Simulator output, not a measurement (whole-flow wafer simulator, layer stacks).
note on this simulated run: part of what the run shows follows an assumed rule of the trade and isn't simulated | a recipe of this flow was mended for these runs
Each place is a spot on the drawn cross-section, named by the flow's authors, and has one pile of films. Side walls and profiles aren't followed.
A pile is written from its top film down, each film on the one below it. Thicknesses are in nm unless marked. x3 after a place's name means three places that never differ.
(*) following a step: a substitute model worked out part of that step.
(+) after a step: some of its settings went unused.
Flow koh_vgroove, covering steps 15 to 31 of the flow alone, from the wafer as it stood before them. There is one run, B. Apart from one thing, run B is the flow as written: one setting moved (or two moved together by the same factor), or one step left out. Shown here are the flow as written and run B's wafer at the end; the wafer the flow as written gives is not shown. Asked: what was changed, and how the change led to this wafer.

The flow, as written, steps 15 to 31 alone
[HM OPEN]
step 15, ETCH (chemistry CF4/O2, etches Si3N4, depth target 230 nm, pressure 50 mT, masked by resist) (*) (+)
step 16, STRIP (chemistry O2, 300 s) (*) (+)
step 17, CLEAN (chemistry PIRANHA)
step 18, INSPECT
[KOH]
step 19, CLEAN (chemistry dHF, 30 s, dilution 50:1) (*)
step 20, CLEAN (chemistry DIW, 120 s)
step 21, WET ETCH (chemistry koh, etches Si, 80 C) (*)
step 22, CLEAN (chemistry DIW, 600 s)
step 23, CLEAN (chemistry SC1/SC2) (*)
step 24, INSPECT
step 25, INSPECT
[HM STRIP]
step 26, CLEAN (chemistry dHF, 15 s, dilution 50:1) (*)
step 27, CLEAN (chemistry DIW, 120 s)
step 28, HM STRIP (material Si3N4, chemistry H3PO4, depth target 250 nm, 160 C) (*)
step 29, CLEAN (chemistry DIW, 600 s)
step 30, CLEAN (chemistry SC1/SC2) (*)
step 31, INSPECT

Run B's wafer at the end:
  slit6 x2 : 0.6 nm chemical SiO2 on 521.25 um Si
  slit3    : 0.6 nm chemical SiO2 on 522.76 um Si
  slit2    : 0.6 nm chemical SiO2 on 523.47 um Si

Cause: step 15, ETCH: depth target 204.2 nm was run, whereas the flow has depth target 230 nm.

Step by step, how the change led to this:
  step 15, ETCH (chemistry CF4/O2, etches Si3N4, depth target 230 nm, pressure 50 mT, masked by resist) (*) (+)
      slit3, slit2, slit6 x2: Si3N4 loses 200 (all of it), chemical SiO2 loses 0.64 (all of it), Si loses 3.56 (in the flow as written it would be: Si3N4 loses 200 (all of it), chemical SiO2 loses 0.64 (all of it), Si loses 29.4)
      field: i-line-resist loses 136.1 (in the flow as written it would be: i-line-resist loses 153.3)
